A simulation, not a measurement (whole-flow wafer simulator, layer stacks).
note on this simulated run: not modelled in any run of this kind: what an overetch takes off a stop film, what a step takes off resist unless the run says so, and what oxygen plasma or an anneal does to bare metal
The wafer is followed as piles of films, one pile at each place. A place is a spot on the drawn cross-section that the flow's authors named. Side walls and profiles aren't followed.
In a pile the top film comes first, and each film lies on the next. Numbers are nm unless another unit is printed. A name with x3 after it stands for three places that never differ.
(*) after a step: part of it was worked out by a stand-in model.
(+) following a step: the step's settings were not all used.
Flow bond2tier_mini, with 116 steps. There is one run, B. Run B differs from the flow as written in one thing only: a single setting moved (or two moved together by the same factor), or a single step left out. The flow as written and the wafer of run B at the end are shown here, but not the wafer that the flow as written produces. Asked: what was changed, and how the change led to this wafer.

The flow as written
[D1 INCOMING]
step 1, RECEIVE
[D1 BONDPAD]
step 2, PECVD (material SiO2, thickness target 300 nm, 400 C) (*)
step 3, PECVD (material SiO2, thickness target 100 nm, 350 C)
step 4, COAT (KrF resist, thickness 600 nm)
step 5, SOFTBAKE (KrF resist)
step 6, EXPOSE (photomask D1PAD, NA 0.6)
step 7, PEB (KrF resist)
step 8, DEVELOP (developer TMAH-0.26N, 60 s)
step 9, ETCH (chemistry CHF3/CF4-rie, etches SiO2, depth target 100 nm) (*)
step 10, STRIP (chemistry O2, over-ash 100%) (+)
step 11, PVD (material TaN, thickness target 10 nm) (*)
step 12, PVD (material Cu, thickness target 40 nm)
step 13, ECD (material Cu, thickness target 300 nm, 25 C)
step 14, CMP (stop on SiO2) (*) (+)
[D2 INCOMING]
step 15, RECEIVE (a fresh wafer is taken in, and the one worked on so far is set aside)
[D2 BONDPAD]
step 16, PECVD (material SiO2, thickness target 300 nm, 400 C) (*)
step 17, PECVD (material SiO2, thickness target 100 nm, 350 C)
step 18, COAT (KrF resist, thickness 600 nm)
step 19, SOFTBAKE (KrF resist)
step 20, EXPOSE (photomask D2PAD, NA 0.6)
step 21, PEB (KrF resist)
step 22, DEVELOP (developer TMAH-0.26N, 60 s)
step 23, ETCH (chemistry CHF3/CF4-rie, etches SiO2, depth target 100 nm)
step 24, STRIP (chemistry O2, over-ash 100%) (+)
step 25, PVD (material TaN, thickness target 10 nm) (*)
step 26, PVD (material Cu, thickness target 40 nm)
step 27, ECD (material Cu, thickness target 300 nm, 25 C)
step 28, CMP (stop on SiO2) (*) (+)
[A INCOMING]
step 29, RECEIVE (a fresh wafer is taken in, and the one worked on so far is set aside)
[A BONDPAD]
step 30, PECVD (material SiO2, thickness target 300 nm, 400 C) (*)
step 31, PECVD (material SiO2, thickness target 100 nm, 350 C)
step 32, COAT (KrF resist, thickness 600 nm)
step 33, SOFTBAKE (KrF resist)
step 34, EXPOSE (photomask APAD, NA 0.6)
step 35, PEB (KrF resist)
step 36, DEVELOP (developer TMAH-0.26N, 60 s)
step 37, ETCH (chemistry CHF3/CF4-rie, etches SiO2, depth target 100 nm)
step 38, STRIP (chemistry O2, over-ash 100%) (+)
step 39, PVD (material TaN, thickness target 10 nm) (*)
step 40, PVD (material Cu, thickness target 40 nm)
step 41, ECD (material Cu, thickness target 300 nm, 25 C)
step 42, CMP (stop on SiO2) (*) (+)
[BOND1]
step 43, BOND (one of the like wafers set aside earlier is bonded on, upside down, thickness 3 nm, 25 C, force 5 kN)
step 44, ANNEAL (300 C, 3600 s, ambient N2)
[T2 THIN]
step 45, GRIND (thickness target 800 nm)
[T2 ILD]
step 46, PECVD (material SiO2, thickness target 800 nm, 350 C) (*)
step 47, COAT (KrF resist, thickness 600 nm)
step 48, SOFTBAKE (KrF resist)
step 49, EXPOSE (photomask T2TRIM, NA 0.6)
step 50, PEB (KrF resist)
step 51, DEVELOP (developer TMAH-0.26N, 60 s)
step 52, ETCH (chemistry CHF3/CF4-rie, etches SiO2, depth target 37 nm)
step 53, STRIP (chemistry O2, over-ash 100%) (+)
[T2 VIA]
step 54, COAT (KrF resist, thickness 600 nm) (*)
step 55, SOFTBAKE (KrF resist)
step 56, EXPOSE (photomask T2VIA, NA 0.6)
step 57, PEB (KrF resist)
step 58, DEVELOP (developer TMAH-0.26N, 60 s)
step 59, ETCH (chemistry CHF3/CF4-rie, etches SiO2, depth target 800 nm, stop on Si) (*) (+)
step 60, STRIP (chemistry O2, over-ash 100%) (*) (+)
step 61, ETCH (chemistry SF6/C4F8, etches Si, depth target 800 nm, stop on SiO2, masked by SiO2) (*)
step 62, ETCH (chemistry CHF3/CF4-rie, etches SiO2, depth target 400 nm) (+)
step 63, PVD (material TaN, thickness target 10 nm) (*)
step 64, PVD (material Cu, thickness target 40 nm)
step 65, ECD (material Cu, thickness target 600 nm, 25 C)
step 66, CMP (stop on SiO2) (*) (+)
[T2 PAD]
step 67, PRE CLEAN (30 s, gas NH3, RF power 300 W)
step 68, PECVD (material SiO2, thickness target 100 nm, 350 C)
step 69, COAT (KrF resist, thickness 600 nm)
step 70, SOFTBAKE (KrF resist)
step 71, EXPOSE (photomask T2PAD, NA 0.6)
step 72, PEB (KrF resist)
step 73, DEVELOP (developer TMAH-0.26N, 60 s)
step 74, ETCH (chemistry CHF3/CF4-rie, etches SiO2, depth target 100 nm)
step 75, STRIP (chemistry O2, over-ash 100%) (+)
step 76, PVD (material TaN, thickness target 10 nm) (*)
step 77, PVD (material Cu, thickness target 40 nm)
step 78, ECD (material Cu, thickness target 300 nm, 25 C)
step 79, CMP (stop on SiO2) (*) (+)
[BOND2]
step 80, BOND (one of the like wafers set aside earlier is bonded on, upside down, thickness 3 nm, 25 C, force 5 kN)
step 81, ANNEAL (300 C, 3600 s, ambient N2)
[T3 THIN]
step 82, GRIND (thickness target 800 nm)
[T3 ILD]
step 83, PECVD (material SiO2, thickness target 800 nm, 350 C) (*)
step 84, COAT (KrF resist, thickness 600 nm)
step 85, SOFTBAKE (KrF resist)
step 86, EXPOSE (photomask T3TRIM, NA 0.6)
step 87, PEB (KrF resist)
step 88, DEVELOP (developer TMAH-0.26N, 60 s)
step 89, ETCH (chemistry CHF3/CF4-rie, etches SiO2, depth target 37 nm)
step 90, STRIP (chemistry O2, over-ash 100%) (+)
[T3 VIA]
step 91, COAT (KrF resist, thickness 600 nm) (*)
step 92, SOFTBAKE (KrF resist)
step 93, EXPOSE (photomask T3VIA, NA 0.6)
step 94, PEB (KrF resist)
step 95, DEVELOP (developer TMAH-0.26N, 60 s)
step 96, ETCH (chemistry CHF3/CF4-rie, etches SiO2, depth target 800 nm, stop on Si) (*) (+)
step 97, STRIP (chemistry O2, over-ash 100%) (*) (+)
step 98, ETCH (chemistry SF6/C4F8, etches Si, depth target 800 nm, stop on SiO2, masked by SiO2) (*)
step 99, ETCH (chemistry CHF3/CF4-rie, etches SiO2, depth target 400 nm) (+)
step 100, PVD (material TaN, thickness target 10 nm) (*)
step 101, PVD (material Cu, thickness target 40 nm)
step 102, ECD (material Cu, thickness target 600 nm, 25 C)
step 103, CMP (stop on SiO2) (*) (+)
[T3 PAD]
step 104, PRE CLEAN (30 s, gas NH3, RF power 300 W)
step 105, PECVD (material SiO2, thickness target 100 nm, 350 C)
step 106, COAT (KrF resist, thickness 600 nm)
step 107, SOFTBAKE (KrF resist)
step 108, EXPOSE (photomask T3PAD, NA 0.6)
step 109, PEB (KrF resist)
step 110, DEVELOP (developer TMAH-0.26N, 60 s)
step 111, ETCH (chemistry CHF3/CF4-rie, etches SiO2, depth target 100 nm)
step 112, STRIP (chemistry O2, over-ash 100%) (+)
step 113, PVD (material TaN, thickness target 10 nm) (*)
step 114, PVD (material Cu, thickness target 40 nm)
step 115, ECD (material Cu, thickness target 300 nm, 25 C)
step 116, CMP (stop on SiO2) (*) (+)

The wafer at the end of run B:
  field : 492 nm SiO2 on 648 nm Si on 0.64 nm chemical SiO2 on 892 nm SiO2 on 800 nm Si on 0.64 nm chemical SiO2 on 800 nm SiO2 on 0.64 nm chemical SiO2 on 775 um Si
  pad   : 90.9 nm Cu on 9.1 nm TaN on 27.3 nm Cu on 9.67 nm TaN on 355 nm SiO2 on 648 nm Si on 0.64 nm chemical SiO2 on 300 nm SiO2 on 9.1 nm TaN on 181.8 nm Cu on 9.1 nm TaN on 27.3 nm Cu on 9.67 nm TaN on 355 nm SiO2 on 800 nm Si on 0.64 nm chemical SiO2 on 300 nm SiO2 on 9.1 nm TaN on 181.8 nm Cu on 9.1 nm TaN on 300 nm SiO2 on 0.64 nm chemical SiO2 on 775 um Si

Cause: step 82, GRIND: thickness target 648 nm was run, whereas the flow has thickness target 800 nm.
The wafer lets one read it off: field has Si 648, and step 82 as written asks for 800 nm.

The path from the change to this, step by step:
  step 82, GRIND (thickness target 800 nm)
      field, pad: -774.35 um Si (in the flow as written it would be: -774.2 um Si)
